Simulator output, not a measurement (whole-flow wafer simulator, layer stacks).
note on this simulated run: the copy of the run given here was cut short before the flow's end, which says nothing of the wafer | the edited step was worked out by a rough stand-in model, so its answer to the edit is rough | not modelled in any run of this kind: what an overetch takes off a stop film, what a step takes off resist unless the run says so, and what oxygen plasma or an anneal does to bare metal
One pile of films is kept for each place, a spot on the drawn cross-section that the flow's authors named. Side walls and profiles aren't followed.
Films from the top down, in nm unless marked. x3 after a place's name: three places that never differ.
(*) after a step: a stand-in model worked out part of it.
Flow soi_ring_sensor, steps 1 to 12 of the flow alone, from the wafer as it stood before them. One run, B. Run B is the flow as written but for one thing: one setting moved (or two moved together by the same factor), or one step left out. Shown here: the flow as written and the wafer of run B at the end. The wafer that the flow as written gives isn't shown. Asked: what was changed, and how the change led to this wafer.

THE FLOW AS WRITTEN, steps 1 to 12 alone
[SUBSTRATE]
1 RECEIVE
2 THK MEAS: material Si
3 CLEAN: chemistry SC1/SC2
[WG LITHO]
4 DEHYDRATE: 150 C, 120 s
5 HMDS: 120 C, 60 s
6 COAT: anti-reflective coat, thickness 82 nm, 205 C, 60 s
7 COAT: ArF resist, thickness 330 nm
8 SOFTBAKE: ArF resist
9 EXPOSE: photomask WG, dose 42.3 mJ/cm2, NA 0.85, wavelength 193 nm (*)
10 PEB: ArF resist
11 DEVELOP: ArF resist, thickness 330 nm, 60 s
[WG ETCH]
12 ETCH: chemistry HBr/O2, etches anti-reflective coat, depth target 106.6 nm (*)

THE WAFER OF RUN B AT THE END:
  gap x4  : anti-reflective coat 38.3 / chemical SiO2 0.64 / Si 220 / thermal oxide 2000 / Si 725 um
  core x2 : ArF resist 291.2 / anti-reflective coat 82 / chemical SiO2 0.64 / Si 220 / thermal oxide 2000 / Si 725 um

The cause: step 12, ETCH: depth target 43.7 nm was run, where the flow has depth target 106.6 nm.

How the change led to this, step by step:
  12 ETCH: chemistry HBr/O2, etches anti-reflective coat, depth target 106.6 nm (*)
      gap x4: anti-reflective coat -43.7 (as written it would be: anti-reflective coat -82 (all of it), chemical SiO2 -0.64 (all of it))
      core x2: ArF resist -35 (as written it would be: ArF resist -85.3)
